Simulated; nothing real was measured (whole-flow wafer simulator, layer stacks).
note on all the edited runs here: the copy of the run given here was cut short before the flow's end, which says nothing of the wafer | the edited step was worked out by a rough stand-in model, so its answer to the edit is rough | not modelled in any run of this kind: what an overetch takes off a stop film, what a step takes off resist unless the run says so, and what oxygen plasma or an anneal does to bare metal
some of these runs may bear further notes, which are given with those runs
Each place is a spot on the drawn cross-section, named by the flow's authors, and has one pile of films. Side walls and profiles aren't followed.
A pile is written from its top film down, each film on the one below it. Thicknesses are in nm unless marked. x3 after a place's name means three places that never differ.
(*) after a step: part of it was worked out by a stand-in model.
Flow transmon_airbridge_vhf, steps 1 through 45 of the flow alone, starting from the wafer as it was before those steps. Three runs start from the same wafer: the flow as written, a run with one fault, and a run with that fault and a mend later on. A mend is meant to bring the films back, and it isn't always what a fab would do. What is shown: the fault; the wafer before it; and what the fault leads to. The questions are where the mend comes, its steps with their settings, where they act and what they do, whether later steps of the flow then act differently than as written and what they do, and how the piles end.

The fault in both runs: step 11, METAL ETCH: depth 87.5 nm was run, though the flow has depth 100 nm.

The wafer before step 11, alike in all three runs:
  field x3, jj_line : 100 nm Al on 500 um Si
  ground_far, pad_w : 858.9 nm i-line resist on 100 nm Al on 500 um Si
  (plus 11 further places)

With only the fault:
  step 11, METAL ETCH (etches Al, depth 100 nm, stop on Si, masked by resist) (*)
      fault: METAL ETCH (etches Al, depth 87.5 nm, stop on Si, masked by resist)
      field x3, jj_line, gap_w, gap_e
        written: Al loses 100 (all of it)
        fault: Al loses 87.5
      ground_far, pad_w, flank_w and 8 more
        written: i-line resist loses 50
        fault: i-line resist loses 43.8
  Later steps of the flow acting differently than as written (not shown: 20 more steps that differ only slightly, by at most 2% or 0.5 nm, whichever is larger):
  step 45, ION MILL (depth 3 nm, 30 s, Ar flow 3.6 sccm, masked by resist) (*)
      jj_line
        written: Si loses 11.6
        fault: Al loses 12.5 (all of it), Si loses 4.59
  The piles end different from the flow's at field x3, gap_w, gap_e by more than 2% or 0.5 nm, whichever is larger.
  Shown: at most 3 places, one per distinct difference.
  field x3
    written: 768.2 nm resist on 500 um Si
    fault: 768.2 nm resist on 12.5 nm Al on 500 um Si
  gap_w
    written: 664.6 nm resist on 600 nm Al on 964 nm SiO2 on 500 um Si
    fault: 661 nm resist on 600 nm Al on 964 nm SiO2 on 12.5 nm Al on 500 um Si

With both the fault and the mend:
  The mend stands after step 11.
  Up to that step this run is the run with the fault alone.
  step 11a, METAL ETCH (etches Al, depth 12.5 nm, stop on Si, masked by resist) (*) (a further turn of the flow's step 11, with different settings)
      ground_far, pad_w, flank_w and 8 more
        i-line resist loses 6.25
      field x3, jj_line, gap_w, gap_e
        Al loses 12.5 (all of it)
  Every later step of the flow that is run acts as written at every place that is followed.
  By the end, the piles equal the flow's at every place that both follow.
